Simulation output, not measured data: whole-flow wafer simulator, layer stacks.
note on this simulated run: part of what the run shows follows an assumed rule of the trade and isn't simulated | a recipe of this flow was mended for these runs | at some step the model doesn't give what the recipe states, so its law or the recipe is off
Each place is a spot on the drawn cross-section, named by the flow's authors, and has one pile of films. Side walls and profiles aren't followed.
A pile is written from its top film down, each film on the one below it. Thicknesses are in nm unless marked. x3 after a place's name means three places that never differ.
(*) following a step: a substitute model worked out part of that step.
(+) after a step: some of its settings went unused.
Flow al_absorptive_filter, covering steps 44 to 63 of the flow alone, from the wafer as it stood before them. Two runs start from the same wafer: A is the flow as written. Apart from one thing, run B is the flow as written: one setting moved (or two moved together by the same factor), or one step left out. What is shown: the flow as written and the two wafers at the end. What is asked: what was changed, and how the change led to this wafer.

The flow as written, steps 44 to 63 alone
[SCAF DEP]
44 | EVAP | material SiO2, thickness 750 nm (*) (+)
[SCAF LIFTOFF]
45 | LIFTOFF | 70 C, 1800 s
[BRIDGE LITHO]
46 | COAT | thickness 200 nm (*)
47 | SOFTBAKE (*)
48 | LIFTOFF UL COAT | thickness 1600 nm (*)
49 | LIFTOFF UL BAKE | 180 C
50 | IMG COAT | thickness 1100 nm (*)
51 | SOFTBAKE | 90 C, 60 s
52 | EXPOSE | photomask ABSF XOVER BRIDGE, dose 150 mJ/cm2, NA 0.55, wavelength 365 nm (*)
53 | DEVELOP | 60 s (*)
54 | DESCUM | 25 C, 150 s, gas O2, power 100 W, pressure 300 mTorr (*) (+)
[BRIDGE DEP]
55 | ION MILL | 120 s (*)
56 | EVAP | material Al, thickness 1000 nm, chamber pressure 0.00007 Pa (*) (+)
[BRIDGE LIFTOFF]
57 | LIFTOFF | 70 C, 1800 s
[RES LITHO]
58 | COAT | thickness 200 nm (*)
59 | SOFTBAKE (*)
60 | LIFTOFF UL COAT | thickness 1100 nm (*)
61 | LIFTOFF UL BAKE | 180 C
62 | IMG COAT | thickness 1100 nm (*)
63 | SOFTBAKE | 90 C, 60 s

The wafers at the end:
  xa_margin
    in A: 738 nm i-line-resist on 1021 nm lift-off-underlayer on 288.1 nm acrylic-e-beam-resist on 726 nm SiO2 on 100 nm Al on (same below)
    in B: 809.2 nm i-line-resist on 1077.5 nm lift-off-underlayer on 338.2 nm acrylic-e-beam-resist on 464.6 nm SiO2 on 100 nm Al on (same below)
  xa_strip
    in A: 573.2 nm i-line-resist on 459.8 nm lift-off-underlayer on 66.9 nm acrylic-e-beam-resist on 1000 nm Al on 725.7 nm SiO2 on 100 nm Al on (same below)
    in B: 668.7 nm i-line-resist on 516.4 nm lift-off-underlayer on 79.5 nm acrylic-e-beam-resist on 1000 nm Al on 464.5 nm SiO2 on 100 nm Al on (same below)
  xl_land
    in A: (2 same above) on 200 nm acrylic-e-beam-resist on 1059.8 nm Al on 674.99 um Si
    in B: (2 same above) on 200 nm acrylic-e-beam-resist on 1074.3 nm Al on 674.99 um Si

Cause: step 44, EVAP: thickness 480 nm was run, whereas the flow has thickness 750 nm; step 55, ION MILL: 76.8 s was run, where the flow has 120 s.

The path from the change to this, step by step:
  44 | EVAP | material SiO2, thickness 750 nm (*) (+)
      gnd, pad_far, pad_near and 10 more: A SiO2 gains 750 (new film) | B SiO2 gains 480 (new film)
      xa_margin: A SiO2 gains 726 (new film) | B SiO2 gains 464.6 (new film)
  45 | LIFTOFF | 70 C, 1800 s
      gnd, xa_field, xl_land, idc_field: A SiO2 loses 750 (all of it), i-line-resist loses 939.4 (all of it), lift-off-underlayer loses 1100 (all of it), acrylic-e-beam-resist loses 200 (all of it) | B SiO2 loses 480 (all of it), i-line-resist loses 939.4 (all of it), lift-off-underlayer loses 1100 (all of it), acrylic-e-beam-resist loses 200 (all of it)
      pad_far: A SiO2 loses 750 (all of it), i-line-resist loses 937 (all of it), lift-off-underlayer loses 1092.7 (all of it), acrylic-e-beam-resist loses 198.5 (all of it) | B SiO2 loses 480 (all of it), i-line-resist loses 937 (all of it), lift-off-underlayer loses 1092.7 (all of it), acrylic-e-beam-resist loses 198.5 (all of it)
      (also at 5 further places)
  46 | COAT | thickness 200 nm (*)
      xa_margin: A acrylic-e-beam-resist gains 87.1 (new film) | B acrylic-e-beam-resist gains 101.1 (new film)
      xa_strip: A acrylic-e-beam-resist gains 156.7 (new film) | B acrylic-e-beam-resist gains 176 (new film)
      (also at 2 further places)
  48 | LIFTOFF UL COAT | thickness 1600 nm (*)
      xa_margin: A lift-off-underlayer gains 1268 (new film) | B lift-off-underlayer gains 1402.8 (new film)
      xa_strip: A lift-off-underlayer gains 1219 (new film) | B lift-off-underlayer gains 1339.2 (new film)
      (also at 3 further places)
  50 | IMG COAT | thickness 1100 nm (*)
      xa_margin: A i-line-resist gains 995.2 (new film) | B i-line-resist gains 1039.6 (new film)
      xa_strip: A i-line-resist gains 962 (new film) | B i-line-resist gains 1019.5 (new film)
      (also at 2 further places)
  51 | SOFTBAKE | 90 C, 60 s
      xa_strip: A i-line-resist loses 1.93 | B i-line-resist loses 1.15
      xl_turn: A i-line-resist loses 1.83 | B i-line-resist loses 1.02
  53 | DEVELOP | 60 s (*)
      xa_strip: A i-line-resist loses 960.1 (all of it), lift-off-underlayer loses 1219 (all of it) | B i-line-resist loses 1018.3 (all of it), lift-off-underlayer loses 1339.2 (all of it)
      xl_land: A i-line-resist loses 1117.3 (all of it), lift-off-underlayer loses 1706.9 (all of it) | B i-line-resist loses 1109.8 (all of it), lift-off-underlayer loses 1662.9 (all of it)
      (also at 2 further places)
  54 | DESCUM | 25 C, 150 s, gas O2, power 100 W, pressure 300 mTorr (*) (+)
      xa_strip: A acrylic-e-beam-resist loses 156.7 (all of it) | B acrylic-e-beam-resist loses 176 (all of it)
      xl_gap: A acrylic-e-beam-resist loses 97.9 (all of it) | B acrylic-e-beam-resist loses 127 (all of it)
      (also at 1 further place)
  55 | ION MILL | 120 s (*)
      gnd, pad_far, pad_near and 7 more: A i-line-resist loses 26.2 | B i-line-resist loses 16.8
      xa_strip, xl_gap, xl_turn: A SiO2 loses 24.3 | B SiO2 loses 15.5
      (also at 1 further place)
  57 | LIFTOFF | 70 C, 1800 s
      xa_margin: A Al loses 1000 (all of it), i-line-resist loses 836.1 (all of it), lift-off-underlayer loses 1268 (all of it), acrylic-e-beam-resist loses 87.1 (all of it) | B Al loses 1000 (all of it), i-line-resist loses 892.8 (all of it), lift-off-underlayer loses 1402.8 (all of it), acrylic-e-beam-resist loses 101.1 (all of it)
  58 | COAT | thickness 200 nm (*)
      xa_margin: A acrylic-e-beam-resist gains 288.1 (new film) | B acrylic-e-beam-resist gains 338.2 (new film)
      xa_strip: A acrylic-e-beam-resist gains 66.9 (new film) | B acrylic-e-beam-resist gains 79.5 (new film)
      (also at 2 further places)
  60 | LIFTOFF UL COAT | thickness 1100 nm (*)
      xa_margin: A lift-off-underlayer gains 1021 (new film) | B lift-off-underlayer gains 1077.5 (new film)
      xa_strip: A lift-off-underlayer gains 459.8 (new film) | B lift-off-underlayer gains 516.4 (new film)
      (also at 2 further places)
  62 | IMG COAT | thickness 1100 nm (*)
      xa_margin: A i-line-resist gains 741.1 (new film) | B i-line-resist gains 811.8 (new film)
      xa_strip: A i-line-resist gains 577.9 (new film) | B i-line-resist gains 673.3 (new film)
      (also at 2 further places)
  63 | SOFTBAKE | 90 C, 60 s
      xa_margin: A i-line-resist loses 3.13 | B i-line-resist loses 2.55
      xl_gap: A i-line-resist loses 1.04 | B i-line-resist loses 0.49
      (also at 1 further place)
